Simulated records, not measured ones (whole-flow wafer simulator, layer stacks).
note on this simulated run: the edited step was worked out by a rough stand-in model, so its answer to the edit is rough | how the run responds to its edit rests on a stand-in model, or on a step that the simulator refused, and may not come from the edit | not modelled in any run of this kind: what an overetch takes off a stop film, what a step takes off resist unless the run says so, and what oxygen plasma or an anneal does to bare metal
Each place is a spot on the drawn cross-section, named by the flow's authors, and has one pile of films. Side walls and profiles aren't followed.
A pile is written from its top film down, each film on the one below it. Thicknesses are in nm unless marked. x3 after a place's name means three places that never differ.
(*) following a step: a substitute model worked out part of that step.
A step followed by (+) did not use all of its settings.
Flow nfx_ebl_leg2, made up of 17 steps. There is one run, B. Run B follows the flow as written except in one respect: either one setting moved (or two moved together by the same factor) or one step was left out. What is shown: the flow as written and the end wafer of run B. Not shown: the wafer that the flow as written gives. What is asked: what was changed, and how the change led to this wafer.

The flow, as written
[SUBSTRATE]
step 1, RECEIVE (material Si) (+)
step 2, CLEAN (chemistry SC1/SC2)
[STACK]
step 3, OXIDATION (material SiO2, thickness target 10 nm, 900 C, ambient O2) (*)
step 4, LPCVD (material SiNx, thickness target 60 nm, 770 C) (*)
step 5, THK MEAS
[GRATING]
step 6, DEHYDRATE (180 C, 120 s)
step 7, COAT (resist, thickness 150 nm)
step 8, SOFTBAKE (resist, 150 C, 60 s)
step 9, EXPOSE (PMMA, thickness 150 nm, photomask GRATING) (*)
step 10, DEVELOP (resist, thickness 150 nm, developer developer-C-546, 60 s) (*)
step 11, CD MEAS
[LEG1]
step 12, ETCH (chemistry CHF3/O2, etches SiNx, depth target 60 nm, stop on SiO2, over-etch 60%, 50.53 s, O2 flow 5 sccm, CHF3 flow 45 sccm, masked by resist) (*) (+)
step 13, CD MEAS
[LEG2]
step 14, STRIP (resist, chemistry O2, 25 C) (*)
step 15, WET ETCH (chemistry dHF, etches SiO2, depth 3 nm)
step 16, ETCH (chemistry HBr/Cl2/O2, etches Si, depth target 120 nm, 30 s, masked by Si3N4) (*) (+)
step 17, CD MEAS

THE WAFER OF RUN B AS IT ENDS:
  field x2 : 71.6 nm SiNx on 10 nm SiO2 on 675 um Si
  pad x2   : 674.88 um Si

What caused this: step 4, LPCVD: thickness target 78.4 nm was run, whereas the flow has thickness target 60 nm.

How this came from the change, step by step:
  step 4, LPCVD (material SiNx, thickness target 60 nm, 770 C) (*)
      field x2, pad x2: SiNx gains 78.4 (new film) (in the flow as written it would be: SiNx gains 60 (new film))
  step 12, ETCH (chemistry CHF3/O2, etches SiNx, depth target 60 nm, stop on SiO2, over-etch 60%, 50.53 s, O2 flow 5 sccm, CHF3 flow 45 sccm, masked by resist) (*) (+)
      pad x2: SiNx loses 78.4 (all of it), SiO2 loses 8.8 (in the flow as written it would be: SiNx loses 60 (all of it), SiO2 loses 10 (all of it))
  step 14, STRIP (resist, chemistry O2, 25 C) (*)
      pad x2: nothing (in the flow as written it would be: chemical SiO2 gains 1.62 (new film), Si loses 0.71)
  step 15, WET ETCH (chemistry dHF, etches SiO2, depth 3 nm)
      pad x2: SiO2 loses 1.2 (all of it) (in the flow as written it would be: chemical SiO2 loses 1.62 (all of it))
